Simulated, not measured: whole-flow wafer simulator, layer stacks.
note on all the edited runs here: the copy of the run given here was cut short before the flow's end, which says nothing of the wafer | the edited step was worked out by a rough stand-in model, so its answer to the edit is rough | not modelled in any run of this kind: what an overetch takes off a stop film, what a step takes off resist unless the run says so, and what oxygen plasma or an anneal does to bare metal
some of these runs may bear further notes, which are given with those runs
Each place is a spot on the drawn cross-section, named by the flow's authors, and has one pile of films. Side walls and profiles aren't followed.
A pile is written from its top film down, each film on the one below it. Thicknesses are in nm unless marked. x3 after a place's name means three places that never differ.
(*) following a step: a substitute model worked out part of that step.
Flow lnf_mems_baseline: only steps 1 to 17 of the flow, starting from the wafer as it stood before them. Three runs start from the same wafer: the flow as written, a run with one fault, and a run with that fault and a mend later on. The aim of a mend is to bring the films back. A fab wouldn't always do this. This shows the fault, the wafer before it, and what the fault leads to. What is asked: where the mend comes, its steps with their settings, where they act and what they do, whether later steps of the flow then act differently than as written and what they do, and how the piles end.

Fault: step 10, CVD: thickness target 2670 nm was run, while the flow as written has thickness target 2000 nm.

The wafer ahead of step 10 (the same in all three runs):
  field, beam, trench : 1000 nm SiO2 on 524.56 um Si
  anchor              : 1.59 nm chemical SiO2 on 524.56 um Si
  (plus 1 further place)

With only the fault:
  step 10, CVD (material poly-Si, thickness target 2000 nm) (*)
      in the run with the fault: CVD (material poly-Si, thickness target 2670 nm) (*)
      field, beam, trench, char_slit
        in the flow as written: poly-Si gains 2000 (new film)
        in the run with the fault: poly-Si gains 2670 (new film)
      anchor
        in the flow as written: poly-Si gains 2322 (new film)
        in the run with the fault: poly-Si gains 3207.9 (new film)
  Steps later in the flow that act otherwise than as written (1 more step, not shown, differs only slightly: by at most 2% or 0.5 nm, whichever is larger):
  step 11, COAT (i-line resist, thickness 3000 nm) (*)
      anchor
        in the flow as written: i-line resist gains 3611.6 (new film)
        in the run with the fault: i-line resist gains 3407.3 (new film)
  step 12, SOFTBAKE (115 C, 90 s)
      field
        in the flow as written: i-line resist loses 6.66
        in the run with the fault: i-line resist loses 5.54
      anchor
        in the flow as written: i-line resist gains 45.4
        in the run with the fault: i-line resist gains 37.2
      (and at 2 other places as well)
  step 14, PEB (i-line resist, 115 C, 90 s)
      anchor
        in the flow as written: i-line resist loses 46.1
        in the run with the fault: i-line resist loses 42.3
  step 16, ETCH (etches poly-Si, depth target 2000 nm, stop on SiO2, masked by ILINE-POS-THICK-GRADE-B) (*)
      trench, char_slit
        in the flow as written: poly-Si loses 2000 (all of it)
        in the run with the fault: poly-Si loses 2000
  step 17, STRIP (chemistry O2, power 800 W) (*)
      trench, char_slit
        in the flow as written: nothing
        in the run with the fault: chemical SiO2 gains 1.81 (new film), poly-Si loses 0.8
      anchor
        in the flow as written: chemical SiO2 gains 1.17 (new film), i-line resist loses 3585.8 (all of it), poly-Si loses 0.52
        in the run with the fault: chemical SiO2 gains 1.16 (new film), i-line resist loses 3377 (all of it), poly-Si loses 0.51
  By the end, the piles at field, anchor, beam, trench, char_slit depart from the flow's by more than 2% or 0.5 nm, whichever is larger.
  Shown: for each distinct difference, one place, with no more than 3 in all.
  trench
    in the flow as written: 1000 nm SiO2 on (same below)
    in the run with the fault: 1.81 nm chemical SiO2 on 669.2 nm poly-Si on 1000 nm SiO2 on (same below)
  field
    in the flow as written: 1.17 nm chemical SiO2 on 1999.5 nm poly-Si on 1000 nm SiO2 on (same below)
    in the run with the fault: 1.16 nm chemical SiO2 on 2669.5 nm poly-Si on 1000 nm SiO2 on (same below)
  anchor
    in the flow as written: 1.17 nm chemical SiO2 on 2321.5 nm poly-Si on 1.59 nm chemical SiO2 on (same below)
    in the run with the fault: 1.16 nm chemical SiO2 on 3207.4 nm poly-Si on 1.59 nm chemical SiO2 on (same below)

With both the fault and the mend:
  After step 10 comes the mend.
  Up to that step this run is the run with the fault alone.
  step 10a, ETCH (chemistry tmah, depth target 3596 nm)
      field, beam, trench, char_slit
        poly-Si loses 2670 (all of it)
      anchor
        poly-Si loses 3207.9 (all of it)
  step 10b, CLEAN (chemistry SC1/SC2) (a further turn of the flow's step 1)
      does not change any film at any place that is followed
  step 10c, CVD (material poly-Si, thickness target 2000 nm) (*) (a further turn of the flow's step 10)
      field, beam, trench, char_slit
        poly-Si gains 2000 (new film)
      anchor
        poly-Si gains 2322 (new film)
  None of the later steps of the flow acts differently than as written at any place that is followed.
  The piles end the same as the flow's at every place that both follow.
